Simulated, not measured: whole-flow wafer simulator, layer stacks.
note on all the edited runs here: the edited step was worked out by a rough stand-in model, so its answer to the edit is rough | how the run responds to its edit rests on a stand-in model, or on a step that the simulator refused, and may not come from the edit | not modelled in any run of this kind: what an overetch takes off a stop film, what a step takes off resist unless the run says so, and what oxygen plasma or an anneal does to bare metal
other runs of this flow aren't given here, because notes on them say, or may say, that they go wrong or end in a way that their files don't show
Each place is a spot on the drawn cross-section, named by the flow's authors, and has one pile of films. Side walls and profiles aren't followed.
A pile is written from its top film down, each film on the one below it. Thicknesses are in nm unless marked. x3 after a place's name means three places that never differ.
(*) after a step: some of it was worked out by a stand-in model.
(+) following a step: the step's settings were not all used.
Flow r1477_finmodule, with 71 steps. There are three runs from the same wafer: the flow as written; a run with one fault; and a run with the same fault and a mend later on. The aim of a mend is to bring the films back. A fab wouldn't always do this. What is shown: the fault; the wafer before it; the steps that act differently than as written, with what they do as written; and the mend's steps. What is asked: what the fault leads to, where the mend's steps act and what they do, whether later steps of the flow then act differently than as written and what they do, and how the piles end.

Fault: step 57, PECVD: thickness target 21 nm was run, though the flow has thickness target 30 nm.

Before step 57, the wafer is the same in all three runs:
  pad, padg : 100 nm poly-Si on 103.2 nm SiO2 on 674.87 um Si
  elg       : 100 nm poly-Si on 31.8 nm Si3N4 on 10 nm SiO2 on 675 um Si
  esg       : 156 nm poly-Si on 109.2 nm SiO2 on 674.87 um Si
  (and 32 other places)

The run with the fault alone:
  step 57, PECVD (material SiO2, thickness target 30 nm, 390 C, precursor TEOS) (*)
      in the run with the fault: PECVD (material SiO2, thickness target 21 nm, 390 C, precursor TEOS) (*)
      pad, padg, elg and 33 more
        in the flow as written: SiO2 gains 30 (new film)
        in the run with the fault: SiO2 gains 21 (new film)
  Steps further on in the flow that do not act as written (3 more steps, not shown, differ only slightly: by at most 2% or 0.5 nm, whichever is larger):
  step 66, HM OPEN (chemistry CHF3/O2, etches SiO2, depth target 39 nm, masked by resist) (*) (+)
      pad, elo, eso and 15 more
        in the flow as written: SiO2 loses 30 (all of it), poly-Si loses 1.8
        in the run with the fault: SiO2 loses 21 (all of it), poly-Si loses 2.1
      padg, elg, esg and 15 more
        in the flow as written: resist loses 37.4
        in the run with the fault: resist loses 30.2
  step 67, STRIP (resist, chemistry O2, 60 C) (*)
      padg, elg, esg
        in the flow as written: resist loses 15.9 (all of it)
        in the run with the fault: resist loses 23.1 (all of it)
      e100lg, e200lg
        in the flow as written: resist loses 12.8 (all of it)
        in the run with the fault: resist loses 20 (all of it)
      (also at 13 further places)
  At padg, elg, esg and 15 more, the piles at the end differ from the flow's by more than 2% or 0.5 nm, whichever is larger.
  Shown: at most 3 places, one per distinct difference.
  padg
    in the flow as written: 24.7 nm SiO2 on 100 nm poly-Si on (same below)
    in the run with the fault: 15.7 nm SiO2 on 100 nm poly-Si on (same below)
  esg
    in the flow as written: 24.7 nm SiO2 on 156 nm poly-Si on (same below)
    in the run with the fault: 15.7 nm SiO2 on 156 nm poly-Si on (same below)
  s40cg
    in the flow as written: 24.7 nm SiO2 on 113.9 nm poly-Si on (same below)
    in the run with the fault: 15.7 nm SiO2 on 113.9 nm poly-Si on (same below)

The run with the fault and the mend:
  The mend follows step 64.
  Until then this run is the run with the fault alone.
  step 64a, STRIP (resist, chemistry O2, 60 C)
      padg, elg, esg
        resist loses 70 (all of it)
      e40lg, e100lg, e200lg
        resist loses 66.9 (all of it)
      s40sg, s45sg
        resist loses 91 (all of it)
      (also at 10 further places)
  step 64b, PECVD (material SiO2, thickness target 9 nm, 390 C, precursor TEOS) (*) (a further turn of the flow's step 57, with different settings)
      pad, padg, elg and 33 more
        SiO2 gains 9
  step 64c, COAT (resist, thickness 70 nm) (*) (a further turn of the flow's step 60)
      e40lg, e100lg, e200lg, elo, e40lo, e100lo, e200lo
        resist gains 66.9 (new film)
      pad, padg, elg, esg
        resist gains 70 (new film)
      s40sg, s45sg, s40so, s45so
        resist gains 91 (new film)
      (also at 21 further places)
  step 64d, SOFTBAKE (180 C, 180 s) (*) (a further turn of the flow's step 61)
      leaves every film unchanged at each place that is followed
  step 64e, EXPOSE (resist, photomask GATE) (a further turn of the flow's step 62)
      leaves every film unchanged at each place that is followed
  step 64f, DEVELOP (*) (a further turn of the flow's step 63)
      elo, e40lo, e100lo, e200lo
        resist loses 66.9 (all of it)
      eso, e40so
        resist loses 129.5 (all of it)
      s40so, s45so
        resist loses 91 (all of it)
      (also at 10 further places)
  None of the later steps of the flow acts differently than as written at any place that is followed.
  At every place that both follow, the piles at the end match the flow's.
